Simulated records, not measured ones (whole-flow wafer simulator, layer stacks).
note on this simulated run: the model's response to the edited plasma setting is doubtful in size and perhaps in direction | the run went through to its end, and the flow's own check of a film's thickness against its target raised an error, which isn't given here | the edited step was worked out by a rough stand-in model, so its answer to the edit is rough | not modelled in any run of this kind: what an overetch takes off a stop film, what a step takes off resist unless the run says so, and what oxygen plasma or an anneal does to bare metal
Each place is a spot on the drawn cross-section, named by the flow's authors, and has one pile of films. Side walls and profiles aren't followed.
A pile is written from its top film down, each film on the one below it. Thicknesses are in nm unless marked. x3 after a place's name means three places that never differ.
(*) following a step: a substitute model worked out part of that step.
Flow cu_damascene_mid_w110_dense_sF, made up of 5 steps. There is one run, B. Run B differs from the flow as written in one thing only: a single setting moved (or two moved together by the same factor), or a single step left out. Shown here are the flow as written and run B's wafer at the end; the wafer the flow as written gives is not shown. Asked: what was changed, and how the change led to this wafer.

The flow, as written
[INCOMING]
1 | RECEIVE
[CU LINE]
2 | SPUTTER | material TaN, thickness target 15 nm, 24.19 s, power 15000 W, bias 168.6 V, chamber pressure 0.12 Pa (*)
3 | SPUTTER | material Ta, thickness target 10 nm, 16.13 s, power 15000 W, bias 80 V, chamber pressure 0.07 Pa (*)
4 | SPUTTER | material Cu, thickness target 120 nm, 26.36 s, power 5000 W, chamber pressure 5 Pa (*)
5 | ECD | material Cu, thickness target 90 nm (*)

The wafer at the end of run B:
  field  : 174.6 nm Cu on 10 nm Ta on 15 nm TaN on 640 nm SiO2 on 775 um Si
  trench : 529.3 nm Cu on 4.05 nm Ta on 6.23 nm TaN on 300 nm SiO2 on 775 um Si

What caused this: step 4, SPUTTER: power 3810 W was run, whereas the flow has power 5000 W.

Step by step, how the change led to this:
  4 | SPUTTER | material Cu, thickness target 120 nm, 26.36 s, power 5000 W, chamber pressure 5 Pa (*)
      field: +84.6 Cu (new film) (as written it would have been: +120 Cu (new film))
      trench: +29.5 Cu (new film) (as written it would have been: +35.7 Cu (new film))
  5 | ECD | material Cu, thickness target 90 nm (*)
      trench: +499.8 Cu (as written it would have been: +529 Cu)
